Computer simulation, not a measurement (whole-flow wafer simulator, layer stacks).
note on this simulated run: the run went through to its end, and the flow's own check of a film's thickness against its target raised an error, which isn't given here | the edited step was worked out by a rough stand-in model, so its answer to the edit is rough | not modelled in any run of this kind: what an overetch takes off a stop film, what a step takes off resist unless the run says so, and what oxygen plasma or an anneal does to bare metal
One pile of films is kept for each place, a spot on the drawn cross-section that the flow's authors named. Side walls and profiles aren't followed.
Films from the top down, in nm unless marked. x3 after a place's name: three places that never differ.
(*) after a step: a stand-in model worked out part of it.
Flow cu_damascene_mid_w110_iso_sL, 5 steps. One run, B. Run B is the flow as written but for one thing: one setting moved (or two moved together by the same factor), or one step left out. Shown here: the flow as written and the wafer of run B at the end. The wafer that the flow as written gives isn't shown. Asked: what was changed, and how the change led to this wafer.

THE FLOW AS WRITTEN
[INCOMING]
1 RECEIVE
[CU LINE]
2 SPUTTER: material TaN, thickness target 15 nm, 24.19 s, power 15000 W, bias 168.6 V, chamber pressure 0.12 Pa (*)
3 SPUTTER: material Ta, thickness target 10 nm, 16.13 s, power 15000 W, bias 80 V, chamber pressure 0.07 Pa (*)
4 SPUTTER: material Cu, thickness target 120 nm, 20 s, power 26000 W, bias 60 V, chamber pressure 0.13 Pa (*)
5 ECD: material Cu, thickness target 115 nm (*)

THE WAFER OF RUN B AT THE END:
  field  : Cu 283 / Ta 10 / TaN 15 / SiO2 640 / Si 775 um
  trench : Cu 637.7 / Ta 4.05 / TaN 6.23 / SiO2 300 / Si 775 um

The cause: step 4, SPUTTER: thickness target 168 nm was run, where the flow has thickness target 120 nm.

How the change led to this, step by step:
  4 SPUTTER: material Cu, thickness target 120 nm, 20 s, power 26000 W, bias 60 V, chamber pressure 0.13 Pa (*)
      field: Cu +168 (new film) (as written it would be: Cu +120 (new film))
      trench: Cu +69.9 (new film) (as written it would be: Cu +49.9 (new film))
  5 ECD: material Cu, thickness target 115 nm (*)
      trench: Cu +567.8 (as written it would be: Cu +539.8)
